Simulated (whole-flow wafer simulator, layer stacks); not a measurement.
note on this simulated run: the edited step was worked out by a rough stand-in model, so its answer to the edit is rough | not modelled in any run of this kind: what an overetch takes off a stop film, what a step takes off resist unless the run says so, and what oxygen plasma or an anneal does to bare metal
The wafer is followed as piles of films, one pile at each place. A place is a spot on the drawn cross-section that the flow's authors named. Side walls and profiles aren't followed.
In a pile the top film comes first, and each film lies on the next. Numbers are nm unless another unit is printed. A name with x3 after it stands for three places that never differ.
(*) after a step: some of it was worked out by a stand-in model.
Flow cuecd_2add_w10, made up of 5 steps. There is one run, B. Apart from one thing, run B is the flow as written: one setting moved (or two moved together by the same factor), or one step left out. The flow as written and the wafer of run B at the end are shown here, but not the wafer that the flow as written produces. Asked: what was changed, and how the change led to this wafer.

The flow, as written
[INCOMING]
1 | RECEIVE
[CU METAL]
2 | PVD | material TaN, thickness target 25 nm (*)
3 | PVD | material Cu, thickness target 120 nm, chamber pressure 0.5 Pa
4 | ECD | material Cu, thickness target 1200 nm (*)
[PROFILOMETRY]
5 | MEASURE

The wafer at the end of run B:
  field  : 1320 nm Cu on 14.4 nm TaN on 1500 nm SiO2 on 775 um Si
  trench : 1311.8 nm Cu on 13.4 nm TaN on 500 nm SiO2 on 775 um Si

Cause: step 2, PVD: thickness target 14.4 nm was run, though the flow has thickness target 25 nm.
One can read it off the wafer: field has TaN 14.4, and step 2 as written asks for 25 nm.

Step by step, how the change led to this:
  2 | PVD | material TaN, thickness target 25 nm (*)
      field: TaN gains 14.4 (new film) (as written it would have been: TaN gains 25 (new film))
      trench: TaN gains 13.4 (new film) (as written it would have been: TaN gains 23.2 (new film))
